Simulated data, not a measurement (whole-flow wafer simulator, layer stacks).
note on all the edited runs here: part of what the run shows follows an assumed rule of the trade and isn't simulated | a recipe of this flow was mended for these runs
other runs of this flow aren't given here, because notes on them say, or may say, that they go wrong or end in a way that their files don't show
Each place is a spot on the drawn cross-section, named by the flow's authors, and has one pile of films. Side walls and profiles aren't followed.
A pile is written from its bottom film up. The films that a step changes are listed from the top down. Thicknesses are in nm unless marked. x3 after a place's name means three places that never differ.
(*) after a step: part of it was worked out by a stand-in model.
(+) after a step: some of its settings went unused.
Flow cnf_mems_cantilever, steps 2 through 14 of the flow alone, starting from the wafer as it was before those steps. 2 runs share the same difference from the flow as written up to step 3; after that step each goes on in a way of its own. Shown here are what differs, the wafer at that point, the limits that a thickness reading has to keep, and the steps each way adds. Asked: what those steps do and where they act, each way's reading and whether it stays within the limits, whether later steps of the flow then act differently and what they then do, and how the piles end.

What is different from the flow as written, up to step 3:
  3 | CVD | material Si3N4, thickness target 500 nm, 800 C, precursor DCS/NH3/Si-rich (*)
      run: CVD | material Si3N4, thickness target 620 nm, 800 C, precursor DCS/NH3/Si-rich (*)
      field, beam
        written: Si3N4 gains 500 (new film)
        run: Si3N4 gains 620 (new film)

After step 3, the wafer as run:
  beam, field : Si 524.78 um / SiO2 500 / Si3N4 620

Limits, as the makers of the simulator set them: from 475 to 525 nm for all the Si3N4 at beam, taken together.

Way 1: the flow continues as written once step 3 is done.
  After step 3, the reading is 620 nm, outside the limits.
  Steps further on in the flow that do not act as written (not shown: 1 more step that differs only slightly, by at most 2% or 0.5 nm, whichever is larger):
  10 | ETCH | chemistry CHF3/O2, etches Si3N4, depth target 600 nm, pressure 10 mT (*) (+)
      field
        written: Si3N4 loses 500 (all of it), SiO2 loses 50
        way: Si3N4 loses 600
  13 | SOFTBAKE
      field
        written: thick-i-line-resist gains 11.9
        way: thick-i-line-resist gains 13.2
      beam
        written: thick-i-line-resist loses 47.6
        way: thick-i-line-resist loses 52.8
  At field, beam, the piles at the end differ from the flow's by more than 2% or 0.5 nm, whichever is larger.
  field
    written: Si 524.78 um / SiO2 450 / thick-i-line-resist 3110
    way: Si 524.78 um / SiO2 500 / Si3N4 20 / thick-i-line-resist 3120
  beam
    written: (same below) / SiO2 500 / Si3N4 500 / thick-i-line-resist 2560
    way: (same below) / SiO2 500 / Si3N4 620 / thick-i-line-resist 2520

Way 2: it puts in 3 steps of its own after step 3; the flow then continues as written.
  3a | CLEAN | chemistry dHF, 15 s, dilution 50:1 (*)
      field, beam
        Si3N4 loses 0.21
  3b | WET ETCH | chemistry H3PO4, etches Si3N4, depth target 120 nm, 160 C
      field, beam
        Si3N4 loses 120
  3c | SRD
      alters no film at any place that is followed
  After step 3c, the reading is 499.8 nm, within the limits.
  Later steps of the flow that are run all act as written at every place that is followed, up to a difference of at most 2% or 0.5 nm, whichever is larger.
  The piles end only slightly different from the flow's at the places that both follow, by no more than 2% or 0.5 nm, whichever is larger.

Inside the limits: way 2. Outside the limits: way 1.
